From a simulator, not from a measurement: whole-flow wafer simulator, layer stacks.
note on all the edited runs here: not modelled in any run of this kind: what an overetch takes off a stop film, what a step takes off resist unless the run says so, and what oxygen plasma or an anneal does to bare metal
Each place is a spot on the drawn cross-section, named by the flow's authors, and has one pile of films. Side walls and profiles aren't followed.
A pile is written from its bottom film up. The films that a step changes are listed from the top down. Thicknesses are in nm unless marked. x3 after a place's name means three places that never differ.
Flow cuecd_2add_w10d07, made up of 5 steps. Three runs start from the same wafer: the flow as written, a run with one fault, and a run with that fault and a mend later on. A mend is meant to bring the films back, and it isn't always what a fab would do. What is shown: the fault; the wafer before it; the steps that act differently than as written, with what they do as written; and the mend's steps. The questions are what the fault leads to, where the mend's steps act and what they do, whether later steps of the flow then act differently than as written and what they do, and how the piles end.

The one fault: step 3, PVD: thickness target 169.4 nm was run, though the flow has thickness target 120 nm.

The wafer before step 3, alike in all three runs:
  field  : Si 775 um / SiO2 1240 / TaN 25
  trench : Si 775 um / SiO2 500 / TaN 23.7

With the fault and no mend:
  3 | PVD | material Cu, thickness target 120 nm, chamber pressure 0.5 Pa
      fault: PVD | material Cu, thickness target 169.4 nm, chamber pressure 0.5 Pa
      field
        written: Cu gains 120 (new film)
        fault: Cu gains 169.4 (new film)
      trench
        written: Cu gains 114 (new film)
        fault: Cu gains 161.1 (new film)
  Later steps of the flow that are run all act as written at every place that is followed.
  At field, trench, the piles at the end differ from the flow's by more than 2% or 0.5 nm, whichever is larger.
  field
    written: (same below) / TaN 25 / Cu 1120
    fault: (same below) / TaN 25 / Cu 1169.4
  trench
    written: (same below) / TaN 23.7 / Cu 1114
    fault: (same below) / TaN 23.7 / Cu 1161.1

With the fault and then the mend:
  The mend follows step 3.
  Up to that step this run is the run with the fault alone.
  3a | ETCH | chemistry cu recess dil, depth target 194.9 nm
      field
        Cu loses 169.4 (all of it)
      trench
        Cu loses 161.1 (all of it)
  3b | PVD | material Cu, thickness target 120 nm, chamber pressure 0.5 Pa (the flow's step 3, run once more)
      field
        Cu gains 120 (new film)
      trench
        Cu gains 114 (new film)
  Later steps of the flow that are run all act as written at every place that is followed.
  At every place that both follow, the piles at the end match the flow's.
